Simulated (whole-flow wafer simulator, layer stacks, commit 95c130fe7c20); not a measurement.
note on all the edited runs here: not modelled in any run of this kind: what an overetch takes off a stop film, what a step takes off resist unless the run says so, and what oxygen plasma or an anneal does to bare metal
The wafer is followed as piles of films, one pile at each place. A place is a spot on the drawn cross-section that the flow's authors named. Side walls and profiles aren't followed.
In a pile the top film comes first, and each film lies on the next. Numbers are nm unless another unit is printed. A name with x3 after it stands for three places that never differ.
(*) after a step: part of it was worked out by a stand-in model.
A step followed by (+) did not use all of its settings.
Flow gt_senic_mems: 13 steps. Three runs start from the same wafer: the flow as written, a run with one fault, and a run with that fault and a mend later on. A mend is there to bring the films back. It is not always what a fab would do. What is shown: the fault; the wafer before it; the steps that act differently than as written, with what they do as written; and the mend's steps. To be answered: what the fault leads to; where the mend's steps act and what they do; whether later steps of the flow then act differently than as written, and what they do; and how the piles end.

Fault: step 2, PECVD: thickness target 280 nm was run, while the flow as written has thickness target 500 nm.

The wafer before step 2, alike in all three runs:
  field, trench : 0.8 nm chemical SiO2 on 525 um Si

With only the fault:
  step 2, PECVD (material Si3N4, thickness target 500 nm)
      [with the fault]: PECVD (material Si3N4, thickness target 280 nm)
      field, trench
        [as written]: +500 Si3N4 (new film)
        [with the fault]: +280 Si3N4 (new film)
  Steps further on in the flow that do not act as written (2 other steps are not shown; they differ only slightly, by no more than 2% or 0.5 nm, whichever is larger):
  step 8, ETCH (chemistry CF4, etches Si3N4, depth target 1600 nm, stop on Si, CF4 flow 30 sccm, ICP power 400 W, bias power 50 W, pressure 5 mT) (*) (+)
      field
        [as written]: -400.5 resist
        [with the fault]: -253.9 resist
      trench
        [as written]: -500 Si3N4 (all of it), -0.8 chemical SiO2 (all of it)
        [with the fault]: -280 Si3N4 (all of it), -0.8 chemical SiO2 (all of it)
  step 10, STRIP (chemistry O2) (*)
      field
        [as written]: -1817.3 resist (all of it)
        [with the fault]: -1964 resist (all of it)
  The piles end different from the flow's at field by more than 2% or 0.5 nm, whichever is larger.
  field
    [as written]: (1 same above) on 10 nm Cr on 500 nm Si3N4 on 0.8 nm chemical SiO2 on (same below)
    [with the fault]: (1 same above) on 10 nm Cr on 280 nm Si3N4 on 0.8 nm chemical SiO2 on (same below)

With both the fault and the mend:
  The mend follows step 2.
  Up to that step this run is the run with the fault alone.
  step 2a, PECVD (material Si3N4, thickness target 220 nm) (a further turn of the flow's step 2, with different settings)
      field, trench
        +220 Si3N4
  Every later step of the flow that is run acts as written at every place that is followed.
  By the end, the piles equal the flow's at every place that both follow.
